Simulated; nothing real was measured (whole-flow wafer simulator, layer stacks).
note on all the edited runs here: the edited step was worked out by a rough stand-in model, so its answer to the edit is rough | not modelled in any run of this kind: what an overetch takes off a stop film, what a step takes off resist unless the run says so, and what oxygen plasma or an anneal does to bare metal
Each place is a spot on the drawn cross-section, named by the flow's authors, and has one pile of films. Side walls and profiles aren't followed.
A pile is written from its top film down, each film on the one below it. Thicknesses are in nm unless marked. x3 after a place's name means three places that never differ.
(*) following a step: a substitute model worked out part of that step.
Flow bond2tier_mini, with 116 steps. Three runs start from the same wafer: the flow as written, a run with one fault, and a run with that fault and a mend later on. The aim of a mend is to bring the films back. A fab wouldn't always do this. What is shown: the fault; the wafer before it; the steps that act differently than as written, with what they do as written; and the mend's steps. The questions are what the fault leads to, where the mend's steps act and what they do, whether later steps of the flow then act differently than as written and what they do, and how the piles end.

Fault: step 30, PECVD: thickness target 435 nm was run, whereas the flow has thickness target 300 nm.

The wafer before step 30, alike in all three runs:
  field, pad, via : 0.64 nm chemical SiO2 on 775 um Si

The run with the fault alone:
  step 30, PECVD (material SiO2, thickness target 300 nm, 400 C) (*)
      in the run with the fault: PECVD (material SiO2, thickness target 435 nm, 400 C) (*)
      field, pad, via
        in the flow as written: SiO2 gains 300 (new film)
        in the run with the fault: SiO2 gains 435 (new film)
  Later steps of the flow that are run all act as written at every place that is followed.
  The piles end different from the flow's at field, pad by more than 2% or 0.5 nm, whichever is larger.
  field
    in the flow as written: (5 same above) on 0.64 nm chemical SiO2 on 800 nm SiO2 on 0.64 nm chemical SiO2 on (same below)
    in the run with the fault: (5 same above) on 0.64 nm chemical SiO2 on 935 nm SiO2 on 0.64 nm chemical SiO2 on (same below)
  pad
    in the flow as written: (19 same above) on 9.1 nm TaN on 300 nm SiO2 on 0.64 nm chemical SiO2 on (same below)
    in the run with the fault: (19 same above) on 9.1 nm TaN on 435 nm SiO2 on 0.64 nm chemical SiO2 on (same below)

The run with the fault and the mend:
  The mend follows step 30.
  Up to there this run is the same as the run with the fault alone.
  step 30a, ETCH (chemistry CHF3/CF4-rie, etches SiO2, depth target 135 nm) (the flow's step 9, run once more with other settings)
      field, pad, via
        SiO2 loses 135
  Later steps of the flow that are run all act as written at every place that is followed.
  The piles end the same as the flow's at every place that both follow.
